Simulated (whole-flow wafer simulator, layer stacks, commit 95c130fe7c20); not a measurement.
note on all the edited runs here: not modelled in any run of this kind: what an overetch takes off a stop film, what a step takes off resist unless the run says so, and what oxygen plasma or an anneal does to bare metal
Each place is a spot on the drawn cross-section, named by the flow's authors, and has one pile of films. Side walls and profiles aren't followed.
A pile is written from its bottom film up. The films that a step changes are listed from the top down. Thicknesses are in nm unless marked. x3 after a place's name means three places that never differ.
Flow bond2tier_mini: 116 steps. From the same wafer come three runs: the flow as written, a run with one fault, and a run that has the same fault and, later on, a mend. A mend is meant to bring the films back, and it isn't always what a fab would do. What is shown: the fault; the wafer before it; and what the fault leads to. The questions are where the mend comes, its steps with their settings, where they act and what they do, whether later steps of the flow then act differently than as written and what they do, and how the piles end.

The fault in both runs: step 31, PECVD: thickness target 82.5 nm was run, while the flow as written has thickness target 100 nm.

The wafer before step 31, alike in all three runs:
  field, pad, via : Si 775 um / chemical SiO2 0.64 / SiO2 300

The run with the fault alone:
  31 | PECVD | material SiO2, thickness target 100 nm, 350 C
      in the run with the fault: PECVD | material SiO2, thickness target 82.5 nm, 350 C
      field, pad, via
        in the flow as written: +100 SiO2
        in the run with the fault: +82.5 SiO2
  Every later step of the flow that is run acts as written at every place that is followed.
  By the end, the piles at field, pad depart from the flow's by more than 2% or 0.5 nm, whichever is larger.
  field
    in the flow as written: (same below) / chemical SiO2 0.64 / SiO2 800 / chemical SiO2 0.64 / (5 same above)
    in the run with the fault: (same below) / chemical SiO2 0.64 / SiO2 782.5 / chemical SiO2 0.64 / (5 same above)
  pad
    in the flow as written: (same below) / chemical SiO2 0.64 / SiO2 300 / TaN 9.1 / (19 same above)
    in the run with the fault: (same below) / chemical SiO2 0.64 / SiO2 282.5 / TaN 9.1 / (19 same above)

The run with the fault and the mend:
  After step 31 comes the mend.
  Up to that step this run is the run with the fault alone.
  31a | PECVD | material SiO2, thickness target 17.5 nm, 350 C (the flow's step 31, run once more with other settings)
      field, pad, via
        +17.5 SiO2
  Every later step of the flow that is run acts as written at every place that is followed.
  The piles end the same as the flow's at every place that both follow.
